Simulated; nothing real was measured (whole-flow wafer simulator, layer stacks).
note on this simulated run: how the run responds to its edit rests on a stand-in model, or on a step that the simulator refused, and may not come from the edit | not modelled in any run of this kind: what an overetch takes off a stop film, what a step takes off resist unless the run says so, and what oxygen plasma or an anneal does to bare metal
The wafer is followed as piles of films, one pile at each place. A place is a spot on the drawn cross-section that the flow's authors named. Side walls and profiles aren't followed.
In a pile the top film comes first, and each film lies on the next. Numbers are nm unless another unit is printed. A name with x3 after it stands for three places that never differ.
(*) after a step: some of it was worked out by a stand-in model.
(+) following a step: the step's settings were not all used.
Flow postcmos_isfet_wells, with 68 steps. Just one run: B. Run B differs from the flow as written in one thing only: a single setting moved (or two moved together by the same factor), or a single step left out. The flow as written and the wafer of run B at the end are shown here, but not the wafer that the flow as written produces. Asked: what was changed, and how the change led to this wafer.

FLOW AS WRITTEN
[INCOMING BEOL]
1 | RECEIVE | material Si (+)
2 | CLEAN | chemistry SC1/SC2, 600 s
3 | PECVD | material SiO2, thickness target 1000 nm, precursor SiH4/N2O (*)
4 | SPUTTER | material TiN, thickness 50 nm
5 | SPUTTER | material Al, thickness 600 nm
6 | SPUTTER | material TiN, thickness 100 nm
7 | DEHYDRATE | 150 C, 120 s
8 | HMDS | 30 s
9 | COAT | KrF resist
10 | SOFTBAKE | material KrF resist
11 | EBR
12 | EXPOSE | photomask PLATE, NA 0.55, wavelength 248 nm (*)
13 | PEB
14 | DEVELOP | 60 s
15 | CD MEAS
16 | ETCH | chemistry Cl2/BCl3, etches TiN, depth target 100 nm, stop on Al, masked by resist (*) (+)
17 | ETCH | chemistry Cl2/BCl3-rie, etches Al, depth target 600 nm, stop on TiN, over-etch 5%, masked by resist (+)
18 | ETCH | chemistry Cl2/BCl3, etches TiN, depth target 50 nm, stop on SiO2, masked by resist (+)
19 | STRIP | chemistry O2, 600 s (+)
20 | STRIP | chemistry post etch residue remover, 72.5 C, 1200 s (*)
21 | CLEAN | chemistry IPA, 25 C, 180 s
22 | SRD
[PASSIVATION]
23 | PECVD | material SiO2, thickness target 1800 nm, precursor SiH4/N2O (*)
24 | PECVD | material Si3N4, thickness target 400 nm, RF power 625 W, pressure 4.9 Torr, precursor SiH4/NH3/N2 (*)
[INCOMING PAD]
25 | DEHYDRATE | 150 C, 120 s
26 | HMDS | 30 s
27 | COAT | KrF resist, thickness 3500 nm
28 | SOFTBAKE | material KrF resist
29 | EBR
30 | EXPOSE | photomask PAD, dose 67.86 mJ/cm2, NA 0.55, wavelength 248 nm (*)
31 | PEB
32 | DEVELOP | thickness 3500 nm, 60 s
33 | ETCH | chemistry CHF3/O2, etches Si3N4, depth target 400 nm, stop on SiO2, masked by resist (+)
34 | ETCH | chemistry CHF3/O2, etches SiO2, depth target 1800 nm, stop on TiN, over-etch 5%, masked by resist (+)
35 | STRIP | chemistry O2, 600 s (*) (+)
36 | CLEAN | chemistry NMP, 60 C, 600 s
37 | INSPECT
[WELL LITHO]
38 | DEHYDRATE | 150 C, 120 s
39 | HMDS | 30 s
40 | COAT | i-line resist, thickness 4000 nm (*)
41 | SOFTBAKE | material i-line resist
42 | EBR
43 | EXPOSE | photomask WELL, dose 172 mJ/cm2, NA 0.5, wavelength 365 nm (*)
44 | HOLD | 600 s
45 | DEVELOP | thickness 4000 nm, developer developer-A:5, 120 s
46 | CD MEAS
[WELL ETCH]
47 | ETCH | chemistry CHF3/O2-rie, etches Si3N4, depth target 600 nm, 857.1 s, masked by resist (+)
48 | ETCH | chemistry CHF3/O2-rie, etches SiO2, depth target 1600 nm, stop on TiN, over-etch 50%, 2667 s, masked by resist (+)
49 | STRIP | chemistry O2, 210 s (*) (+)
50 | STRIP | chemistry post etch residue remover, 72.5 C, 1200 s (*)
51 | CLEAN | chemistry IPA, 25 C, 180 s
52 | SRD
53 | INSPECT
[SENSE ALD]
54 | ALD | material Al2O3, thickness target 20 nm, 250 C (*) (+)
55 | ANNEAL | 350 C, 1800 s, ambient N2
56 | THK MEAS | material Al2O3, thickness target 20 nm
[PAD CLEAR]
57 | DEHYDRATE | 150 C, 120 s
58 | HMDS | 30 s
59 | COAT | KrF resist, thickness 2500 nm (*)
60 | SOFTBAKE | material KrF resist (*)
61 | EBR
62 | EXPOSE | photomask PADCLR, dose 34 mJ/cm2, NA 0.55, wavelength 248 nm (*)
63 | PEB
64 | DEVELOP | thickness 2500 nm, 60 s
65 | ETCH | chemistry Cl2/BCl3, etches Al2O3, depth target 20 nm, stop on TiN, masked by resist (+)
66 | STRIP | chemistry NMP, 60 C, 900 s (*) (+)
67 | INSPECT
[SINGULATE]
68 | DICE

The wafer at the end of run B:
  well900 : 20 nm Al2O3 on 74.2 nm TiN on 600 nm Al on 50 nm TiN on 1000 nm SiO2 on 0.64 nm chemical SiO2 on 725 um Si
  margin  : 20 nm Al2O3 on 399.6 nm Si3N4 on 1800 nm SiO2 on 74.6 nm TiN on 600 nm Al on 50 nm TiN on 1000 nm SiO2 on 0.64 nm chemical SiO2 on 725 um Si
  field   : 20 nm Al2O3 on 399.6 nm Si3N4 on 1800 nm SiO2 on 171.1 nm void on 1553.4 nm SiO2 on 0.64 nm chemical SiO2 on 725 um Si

Cause: step 6, SPUTTER: thickness 75 nm was run, whereas the flow has thickness 100 nm.

The path from the change to this, step by step:
  6 | SPUTTER | material TiN, thickness 100 nm
      field, margin, well900 and 6 more: +75 TiN (new film) (as written it would have been: +100 TiN (new film))
  16 | ETCH | chemistry Cl2/BCl3, etches TiN, depth target 100 nm, stop on Al, masked by resist (*) (+)
      field: -75 TiN (all of it) (as written it would have been: -100 TiN (all of it))
  23 | PECVD | material SiO2, thickness target 1800 nm, precursor SiH4/N2O (*)
      field: +1800 SiO2 (new film), +171.1 void (new film), +553.4 SiO2 (as written it would have been: +1800 SiO2 (new film), +189.9 void (new film), +559.7 SiO2)
